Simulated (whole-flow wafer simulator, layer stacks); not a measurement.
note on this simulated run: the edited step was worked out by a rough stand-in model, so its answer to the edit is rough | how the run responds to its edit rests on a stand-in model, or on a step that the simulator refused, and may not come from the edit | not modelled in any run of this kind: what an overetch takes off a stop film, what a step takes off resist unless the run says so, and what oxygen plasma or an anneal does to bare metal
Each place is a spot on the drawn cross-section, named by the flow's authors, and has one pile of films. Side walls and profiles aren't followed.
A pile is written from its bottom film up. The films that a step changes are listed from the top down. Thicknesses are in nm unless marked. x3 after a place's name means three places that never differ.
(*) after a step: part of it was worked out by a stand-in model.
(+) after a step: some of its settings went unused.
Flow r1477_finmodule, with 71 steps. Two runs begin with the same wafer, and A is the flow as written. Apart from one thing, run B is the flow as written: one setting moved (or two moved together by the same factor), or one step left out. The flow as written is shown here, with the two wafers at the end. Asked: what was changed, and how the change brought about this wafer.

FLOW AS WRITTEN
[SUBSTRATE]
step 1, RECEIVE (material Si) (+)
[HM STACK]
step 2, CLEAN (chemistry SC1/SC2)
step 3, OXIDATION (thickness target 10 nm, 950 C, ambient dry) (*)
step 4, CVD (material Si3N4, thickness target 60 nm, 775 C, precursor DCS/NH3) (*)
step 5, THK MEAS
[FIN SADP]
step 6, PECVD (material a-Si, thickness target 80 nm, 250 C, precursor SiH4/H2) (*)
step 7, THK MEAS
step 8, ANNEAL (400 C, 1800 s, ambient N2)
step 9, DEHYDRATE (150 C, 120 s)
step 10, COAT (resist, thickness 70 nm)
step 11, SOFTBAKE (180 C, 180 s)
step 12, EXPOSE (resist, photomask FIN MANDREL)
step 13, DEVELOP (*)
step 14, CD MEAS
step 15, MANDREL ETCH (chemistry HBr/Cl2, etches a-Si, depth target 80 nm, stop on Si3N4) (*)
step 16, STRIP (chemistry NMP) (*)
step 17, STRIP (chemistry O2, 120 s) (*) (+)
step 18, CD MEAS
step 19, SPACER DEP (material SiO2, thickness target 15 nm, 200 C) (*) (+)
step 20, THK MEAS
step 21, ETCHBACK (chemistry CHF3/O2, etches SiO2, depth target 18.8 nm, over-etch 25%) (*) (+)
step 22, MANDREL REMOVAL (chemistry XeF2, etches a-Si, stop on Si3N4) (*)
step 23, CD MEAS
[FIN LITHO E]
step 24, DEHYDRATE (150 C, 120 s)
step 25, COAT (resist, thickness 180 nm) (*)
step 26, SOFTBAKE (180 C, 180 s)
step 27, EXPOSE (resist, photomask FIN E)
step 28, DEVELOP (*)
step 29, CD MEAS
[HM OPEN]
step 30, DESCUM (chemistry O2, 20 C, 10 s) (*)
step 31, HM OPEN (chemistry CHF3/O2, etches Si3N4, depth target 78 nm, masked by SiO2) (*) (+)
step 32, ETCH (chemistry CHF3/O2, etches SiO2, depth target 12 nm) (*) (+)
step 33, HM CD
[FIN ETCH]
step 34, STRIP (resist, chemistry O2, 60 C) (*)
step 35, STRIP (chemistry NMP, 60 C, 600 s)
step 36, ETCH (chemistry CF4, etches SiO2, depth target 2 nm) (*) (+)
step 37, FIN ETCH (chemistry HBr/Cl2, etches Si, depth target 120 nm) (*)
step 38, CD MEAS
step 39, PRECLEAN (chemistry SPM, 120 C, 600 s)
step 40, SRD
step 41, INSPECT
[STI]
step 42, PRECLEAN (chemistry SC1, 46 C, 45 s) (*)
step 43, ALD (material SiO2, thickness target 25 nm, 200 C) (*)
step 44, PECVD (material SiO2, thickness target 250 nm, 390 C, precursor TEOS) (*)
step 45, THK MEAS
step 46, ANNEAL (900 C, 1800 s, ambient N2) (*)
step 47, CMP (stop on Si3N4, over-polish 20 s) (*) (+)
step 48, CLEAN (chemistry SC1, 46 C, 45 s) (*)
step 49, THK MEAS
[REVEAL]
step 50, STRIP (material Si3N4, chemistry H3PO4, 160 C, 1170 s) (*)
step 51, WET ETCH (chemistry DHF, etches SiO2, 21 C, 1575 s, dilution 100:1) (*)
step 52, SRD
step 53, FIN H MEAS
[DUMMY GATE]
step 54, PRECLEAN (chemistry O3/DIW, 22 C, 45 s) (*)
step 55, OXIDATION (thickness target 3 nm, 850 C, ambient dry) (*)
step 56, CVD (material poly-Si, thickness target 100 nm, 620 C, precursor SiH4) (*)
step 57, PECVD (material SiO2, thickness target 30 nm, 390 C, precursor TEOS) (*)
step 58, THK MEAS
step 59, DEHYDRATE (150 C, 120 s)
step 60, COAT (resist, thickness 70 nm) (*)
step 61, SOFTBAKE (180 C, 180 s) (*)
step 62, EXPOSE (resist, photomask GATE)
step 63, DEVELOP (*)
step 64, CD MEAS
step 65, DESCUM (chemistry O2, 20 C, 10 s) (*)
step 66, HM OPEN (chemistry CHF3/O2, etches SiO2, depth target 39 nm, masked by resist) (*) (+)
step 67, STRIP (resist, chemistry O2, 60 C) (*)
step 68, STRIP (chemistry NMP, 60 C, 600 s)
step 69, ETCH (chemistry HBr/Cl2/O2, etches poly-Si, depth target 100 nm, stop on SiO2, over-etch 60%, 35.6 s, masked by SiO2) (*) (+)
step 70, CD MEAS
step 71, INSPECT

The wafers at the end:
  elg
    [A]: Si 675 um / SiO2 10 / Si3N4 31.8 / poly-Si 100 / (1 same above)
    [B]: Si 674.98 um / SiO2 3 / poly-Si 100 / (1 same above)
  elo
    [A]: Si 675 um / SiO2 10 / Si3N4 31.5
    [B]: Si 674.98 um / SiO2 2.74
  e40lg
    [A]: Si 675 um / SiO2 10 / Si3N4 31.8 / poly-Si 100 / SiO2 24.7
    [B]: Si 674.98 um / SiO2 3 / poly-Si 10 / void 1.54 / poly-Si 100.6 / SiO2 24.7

The reason: step 3, OXIDATION: 1140 C was run, while the flow as written has 950 C.

The path from the change to this, step by step:
  step 3, OXIDATION (thickness target 10 nm, 950 C, ambient dry) (*)
      pad, padg, elg and 33 more: A +10 SiO2 (new film), -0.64 chemical SiO2 (all of it), -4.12 Si | B +46 SiO2 (new film), -0.64 chemical SiO2 (all of it), -20 Si
  step 31, HM OPEN (chemistry CHF3/O2, etches Si3N4, depth target 78 nm, masked by SiO2) (*) (+)
      pad, padg, esg and 13 more: A -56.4 Si3N4 (all of it), -10 SiO2 (all of it) | B -56.4 Si3N4 (all of it), -10.8 SiO2
  step 32, ETCH (chemistry CHF3/O2, etches SiO2, depth target 12 nm) (*) (+)
      pad, padg, e40sg and 11 more: A -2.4 Si | B -12 SiO2
      s40cg, s45cg, s50cg, s40co, s45co, s50co: A -1 SiO2 (all of it), -2.2 Si | B -12 SiO2
      (as well as at 2 more places)
  step 34, STRIP (resist, chemistry O2, 60 C) (*)
      pad, padg, esg and 19 more: A +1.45 chemical SiO2 (new film), -0.64 Si | B nothing
  step 36, ETCH (chemistry CF4, etches SiO2, depth target 2 nm) (*) (+)
      pad, padg, esg and 19 more: A -1.45 chemical SiO2 (all of it), -0.46 Si | B -2 SiO2
  step 37, FIN ETCH (chemistry HBr/Cl2, etches Si, depth target 120 nm) (*)
      pad, padg, esg and 19 more: A -120 Si | B nothing
      elg, e40lg, e100lg, e200lg, elo, e40lo, e100lo, e200lo: A -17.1 Si3N4 | B nothing
      (as well as at 6 more places)
  step 39, PRECLEAN (chemistry SPM, 120 C, 600 s)
      pad, padg, esg and 19 more: A +0.8 chemical SiO2 (new film), -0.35 Si | B nothing
  step 43, ALD (material SiO2, thickness target 25 nm, 200 C) (*)
      pad, padg, e40sg and 12 more: A +25 SiO2 (new film) | B +25 SiO2
      s40cg, s45cg, s50cg, s40co, s45co, s50co: A +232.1 SiO2 (new film) | B +131.4 SiO2
      (as well as at 1 more place)
  step 47, CMP (stop on Si3N4, over-polish 20 s) (*) (+)
      elg, e40lg, e100lg, e200lg, elo, e40lo, e100lo, e200lo: A -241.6 SiO2 | B -263.8 SiO2 (all of it), -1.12 Si3N4
      pad, padg, e40sg and 11 more: A -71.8 SiO2 | B -186.2 SiO2
      (as well as at 14 more places)
  step 50, STRIP (material Si3N4, chemistry H3PO4, 160 C, 1170 s) (*)
      elg, e40lg, e100lg, e200lg, elo, e40lo, e100lo, e200lo: A -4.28 SiO2 | B -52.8 Si3N4 (all of it), -1.56 SiO2
      s40sg_line, s45sg_line, s50sg_line, s40so_line, s45so_line, s50so_line: A -58.9 Si3N4 (all of it), -1.37 SiO2 | B -52.8 Si3N4 (all of it), -1.56 SiO2
  step 51, WET ETCH (chemistry DHF, etches SiO2, 21 C, 1575 s, dilution 100:1) (*)
      elg, e40lg, e100lg, e200lg, elo, e40lo, e100lo, e200lo: A -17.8 SiO2 (all of it), -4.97 Si3N4 | B -44.4 SiO2 (all of it)
      pad, padg, e40sg and 12 more: A -85.7 SiO2 | B -81.2 SiO2
      (as well as at 6 more places)
  step 54, PRECLEAN (chemistry O3/DIW, 22 C, 45 s) (*)
      elg, e40lg, e100lg, e200lg, elo, e40lo, e100lo, e200lo: A nothing | B +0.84 chemical SiO2 (new film), -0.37 Si
  step 55, OXIDATION (thickness target 3 nm, 850 C, ambient dry) (*)
      pad, padg, e40sg and 11 more: A +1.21 SiO2, -0.74 chemical SiO2 (all of it), -0.21 Si | B +1.14 SiO2, -0.5 Si
      elg, e40lg, e100lg, e200lg, elo, e40lo, e100lo, e200lo: A nothing | B +3 SiO2 (new film), -0.84 chemical SiO2 (all of it), -0.95 Si
      (as well as at 8 more places)
  step 56, CVD (material poly-Si, thickness target 100 nm, 620 C, precursor SiH4) (*)
      e40lg, e40lo: A +100 poly-Si (new film) | B +100.6 poly-Si (new film), +1.54 void (new film), +10 poly-Si (new film)
      s40sg_line, s45sg_line, s50sg_line, s40so_line, s45so_line, s50so_line: A +100 poly-Si (new film) | B +112.2 poly-Si (new film)
      (as well as at 10 more places)
  step 60, COAT (resist, thickness 70 nm) (*)
      e40lg, e40lo: A +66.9 resist (new film) | B +70 resist (new film)
      e40sg, e40so: A +129.5 resist (new film) | B +70 resist (new film)
      (as well as at 29 more places)
  step 63, DEVELOP (*)
      elo: A -66.9 resist (all of it) | B -70.6 resist (all of it)
      eso: A -129.5 resist (all of it) | B -69.5 resist (all of it)
      (as well as at 15 more places)
  ... 1 other step ...
  step 69, ETCH (chemistry HBr/Cl2/O2, etches poly-Si, depth target 100 nm, stop on SiO2, over-etch 60%, 35.6 s, masked by SiO2) (*) (+)
      elo: A -1.46 chemical SiO2 (all of it), -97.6 poly-Si (all of it), -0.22 Si3N4 | B -1.17 chemical SiO2 (all of it), -108.6 poly-Si (all of it), -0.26 SiO2
      e40lo: A -1.46 chemical SiO2 (all of it), -97.6 poly-Si (all of it), -0.22 Si3N4 | B -1.17 chemical SiO2 (all of it), -98.3 poly-Si (all of it), -1.54 void (all of it), -10 poly-Si (all of it), -0.26 SiO2
      (as well as at 7 more places)
